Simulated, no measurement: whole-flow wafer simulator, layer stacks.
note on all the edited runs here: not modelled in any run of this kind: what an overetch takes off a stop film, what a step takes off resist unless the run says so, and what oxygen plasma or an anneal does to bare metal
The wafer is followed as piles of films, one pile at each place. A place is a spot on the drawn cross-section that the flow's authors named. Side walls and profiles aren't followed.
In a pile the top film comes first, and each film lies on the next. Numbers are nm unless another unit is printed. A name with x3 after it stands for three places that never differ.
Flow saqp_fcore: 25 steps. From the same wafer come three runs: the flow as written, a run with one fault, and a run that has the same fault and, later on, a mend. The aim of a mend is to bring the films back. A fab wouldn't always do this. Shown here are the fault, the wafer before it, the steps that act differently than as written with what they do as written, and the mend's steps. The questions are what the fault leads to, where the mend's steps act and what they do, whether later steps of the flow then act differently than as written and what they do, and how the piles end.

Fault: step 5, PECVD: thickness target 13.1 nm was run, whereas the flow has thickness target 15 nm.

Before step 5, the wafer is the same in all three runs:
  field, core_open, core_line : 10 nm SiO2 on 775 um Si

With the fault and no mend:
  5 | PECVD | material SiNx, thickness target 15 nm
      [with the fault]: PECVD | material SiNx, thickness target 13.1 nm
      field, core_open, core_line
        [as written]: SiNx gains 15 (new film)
        [with the fault]: SiNx gains 13.1 (new film)
  None of the later steps of the flow acts differently than as written at any place that is followed.
  The piles end different from the flow's at field, core_open, core_line by more than 2% or 0.5 nm, whichever is larger.
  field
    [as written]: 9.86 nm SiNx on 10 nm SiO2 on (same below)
    [with the fault]: 7.96 nm SiNx on 10 nm SiO2 on (same below)
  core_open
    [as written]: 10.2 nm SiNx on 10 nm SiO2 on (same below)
    [with the fault]: 8.28 nm SiNx on 10 nm SiO2 on (same below)
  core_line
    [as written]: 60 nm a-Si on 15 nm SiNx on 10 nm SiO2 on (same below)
    [with the fault]: 60 nm a-Si on 13.1 nm SiNx on 10 nm SiO2 on (same below)

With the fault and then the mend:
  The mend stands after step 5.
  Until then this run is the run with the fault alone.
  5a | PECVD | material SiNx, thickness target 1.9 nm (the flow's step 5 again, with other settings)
      field, core_open, core_line
        SiNx gains 1.9
  None of the later steps of the flow acts differently than as written at any place that is followed.
  At every place that both follow, the piles at the end match the flow's.
